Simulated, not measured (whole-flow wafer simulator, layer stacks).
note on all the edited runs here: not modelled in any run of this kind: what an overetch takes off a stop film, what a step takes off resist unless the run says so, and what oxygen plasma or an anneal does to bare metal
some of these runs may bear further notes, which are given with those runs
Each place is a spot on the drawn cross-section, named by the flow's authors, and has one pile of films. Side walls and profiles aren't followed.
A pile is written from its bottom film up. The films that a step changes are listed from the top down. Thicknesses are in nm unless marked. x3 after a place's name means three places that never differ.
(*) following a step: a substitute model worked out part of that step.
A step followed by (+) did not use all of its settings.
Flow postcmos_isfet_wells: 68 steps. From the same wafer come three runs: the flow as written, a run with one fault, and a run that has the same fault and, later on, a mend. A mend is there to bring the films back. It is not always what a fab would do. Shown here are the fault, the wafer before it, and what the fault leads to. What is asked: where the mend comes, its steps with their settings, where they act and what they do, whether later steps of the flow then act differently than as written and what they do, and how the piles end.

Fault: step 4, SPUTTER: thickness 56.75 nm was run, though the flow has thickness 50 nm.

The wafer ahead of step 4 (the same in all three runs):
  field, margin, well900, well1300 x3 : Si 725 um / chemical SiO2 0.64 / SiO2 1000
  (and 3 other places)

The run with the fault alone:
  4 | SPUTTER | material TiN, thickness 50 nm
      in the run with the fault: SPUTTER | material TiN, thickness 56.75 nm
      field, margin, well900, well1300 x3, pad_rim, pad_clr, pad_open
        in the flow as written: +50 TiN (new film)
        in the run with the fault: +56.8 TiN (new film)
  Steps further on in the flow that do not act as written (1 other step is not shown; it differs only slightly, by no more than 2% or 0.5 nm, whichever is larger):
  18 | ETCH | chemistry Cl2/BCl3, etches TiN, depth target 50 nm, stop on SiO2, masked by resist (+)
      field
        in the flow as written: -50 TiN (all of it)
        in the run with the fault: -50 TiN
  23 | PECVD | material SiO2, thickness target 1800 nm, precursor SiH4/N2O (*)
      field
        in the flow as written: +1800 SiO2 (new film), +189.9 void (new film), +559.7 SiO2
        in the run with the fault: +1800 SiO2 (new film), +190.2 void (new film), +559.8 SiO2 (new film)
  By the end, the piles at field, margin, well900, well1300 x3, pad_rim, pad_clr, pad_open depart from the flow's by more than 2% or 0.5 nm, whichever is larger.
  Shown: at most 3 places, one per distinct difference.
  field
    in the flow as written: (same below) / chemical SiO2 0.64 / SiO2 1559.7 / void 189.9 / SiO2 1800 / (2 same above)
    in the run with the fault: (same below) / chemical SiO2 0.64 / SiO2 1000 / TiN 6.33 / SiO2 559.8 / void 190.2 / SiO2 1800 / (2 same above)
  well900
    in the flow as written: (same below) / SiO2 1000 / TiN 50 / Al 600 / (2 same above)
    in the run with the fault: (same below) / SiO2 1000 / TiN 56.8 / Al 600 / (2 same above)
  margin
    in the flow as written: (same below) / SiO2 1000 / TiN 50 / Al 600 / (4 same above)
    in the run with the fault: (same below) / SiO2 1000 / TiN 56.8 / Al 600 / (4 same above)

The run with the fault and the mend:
  After step 4 comes the mend.
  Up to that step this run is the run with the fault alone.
  4a | ETCH | chemistry peroxide tin strip, depth target 65.26 nm
      field, margin, well900, well1300 x3, pad_rim, pad_clr, pad_open
        -56.8 TiN (all of it)
  4b | SPUTTER | material TiN, thickness 50 nm (the flow's step 4, run once more)
      field, margin, well900, well1300 x3, pad_rim, pad_clr, pad_open
        +50 TiN (new film)
  Every later step of the flow that is run acts as written at every place that is followed.
  The piles end the same as the flow's at every place that both follow.
